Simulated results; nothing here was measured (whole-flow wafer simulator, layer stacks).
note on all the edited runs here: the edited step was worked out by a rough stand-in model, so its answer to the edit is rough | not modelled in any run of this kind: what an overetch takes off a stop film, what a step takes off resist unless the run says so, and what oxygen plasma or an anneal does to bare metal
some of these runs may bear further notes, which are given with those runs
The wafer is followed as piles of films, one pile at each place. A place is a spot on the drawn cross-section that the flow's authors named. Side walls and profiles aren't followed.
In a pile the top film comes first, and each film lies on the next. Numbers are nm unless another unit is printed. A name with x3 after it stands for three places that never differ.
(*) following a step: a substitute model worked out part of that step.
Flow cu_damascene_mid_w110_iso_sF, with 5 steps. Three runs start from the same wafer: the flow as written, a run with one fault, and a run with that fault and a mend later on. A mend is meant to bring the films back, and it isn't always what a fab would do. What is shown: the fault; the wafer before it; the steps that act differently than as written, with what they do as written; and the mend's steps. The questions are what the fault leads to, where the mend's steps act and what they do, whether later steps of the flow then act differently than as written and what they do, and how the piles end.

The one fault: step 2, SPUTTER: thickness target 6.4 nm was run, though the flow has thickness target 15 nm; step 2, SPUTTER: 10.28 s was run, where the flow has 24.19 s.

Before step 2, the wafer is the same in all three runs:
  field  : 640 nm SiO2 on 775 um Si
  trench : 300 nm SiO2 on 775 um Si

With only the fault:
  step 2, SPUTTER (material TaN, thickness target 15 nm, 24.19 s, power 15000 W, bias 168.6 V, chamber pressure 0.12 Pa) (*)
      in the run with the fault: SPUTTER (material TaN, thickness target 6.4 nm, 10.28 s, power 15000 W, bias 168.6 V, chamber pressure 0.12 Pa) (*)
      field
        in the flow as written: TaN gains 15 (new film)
        in the run with the fault: TaN gains 6.4 (new film)
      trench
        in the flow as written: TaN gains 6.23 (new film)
        in the run with the fault: TaN gains 2.66 (new film)
  Steps later in the flow that act otherwise than as written (2 more steps, not shown, differ only slightly: by at most 2% or 0.5 nm, whichever is larger):
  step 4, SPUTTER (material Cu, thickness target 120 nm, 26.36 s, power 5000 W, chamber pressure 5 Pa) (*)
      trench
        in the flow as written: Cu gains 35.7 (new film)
        in the run with the fault: Cu gains 36.7 (new film)
  At field, trench, the piles at the end differ from the flow's by more than 2% or 0.5 nm, whichever is larger.
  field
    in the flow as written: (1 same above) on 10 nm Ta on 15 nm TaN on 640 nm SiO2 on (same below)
    in the run with the fault: (1 same above) on 10 nm Ta on 6.4 nm TaN on 640 nm SiO2 on (same below)
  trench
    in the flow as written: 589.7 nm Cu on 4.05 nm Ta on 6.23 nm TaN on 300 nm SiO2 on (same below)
    in the run with the fault: 584.6 nm Cu on 4.15 nm Ta on 2.66 nm TaN on 300 nm SiO2 on (same below)

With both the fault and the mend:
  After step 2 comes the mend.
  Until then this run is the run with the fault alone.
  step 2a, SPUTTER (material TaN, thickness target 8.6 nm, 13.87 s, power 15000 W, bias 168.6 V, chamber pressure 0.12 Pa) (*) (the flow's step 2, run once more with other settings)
      field
        TaN gains 8.6
      trench
        TaN gains 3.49
  Every later step of the flow that is run acts as written, at every place that is followed, to within 2% or 0.5 nm, whichever is larger.
  When the end is reached, the piles differ only a little from the flow's at the places that both follow, at most by 2% or 0.5 nm, whichever is larger.
